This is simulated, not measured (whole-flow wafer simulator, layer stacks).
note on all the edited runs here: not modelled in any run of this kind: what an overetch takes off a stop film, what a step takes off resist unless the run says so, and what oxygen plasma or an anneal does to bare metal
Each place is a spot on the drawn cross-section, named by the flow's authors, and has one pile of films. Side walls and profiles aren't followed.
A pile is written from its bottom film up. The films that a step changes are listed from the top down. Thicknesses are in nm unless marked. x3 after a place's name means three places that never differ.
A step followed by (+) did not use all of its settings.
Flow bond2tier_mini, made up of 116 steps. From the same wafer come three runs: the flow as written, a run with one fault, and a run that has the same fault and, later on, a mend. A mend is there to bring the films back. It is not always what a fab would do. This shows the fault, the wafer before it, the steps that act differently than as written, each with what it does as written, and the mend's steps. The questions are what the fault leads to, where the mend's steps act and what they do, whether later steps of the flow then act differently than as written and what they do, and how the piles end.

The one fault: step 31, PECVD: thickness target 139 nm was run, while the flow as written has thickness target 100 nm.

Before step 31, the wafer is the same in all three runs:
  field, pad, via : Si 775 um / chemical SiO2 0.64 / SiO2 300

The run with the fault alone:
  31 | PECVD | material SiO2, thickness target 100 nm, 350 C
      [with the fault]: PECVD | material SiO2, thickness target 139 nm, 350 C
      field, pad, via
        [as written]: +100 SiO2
        [with the fault]: +139 SiO2
  Later steps of the flow that are run all act as written at every place that is followed.
  The piles end different from the flow's at field, pad by more than 2% or 0.5 nm, whichever is larger.
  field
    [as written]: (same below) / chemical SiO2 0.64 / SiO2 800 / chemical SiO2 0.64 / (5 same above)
    [with the fault]: (same below) / chemical SiO2 0.64 / SiO2 839 / chemical SiO2 0.64 / (5 same above)
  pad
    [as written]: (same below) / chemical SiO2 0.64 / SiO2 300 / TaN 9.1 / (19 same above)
    [with the fault]: (same below) / chemical SiO2 0.64 / SiO2 339 / TaN 9.1 / (19 same above)

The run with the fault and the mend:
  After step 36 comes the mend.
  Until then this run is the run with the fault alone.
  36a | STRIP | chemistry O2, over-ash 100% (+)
      field
        -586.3 KrF resist (all of it)
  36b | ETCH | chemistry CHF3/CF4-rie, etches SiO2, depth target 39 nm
      field, pad, via
        -39 SiO2
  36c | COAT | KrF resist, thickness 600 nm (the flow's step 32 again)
      field, pad, via
        +600 KrF resist (new film)
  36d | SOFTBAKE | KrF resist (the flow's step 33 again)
      alters no film at any place that is followed
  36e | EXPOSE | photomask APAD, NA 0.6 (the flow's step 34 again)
      alters no film at any place that is followed
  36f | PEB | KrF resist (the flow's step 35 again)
      alters no film at any place that is followed
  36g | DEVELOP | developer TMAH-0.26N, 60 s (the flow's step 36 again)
      pad, via
        -600 KrF resist (all of it)
      field
        -13.7 KrF resist
  Later steps of the flow that are run all act as written at every place that is followed.
  At every place that both follow, the piles at the end match the flow's.
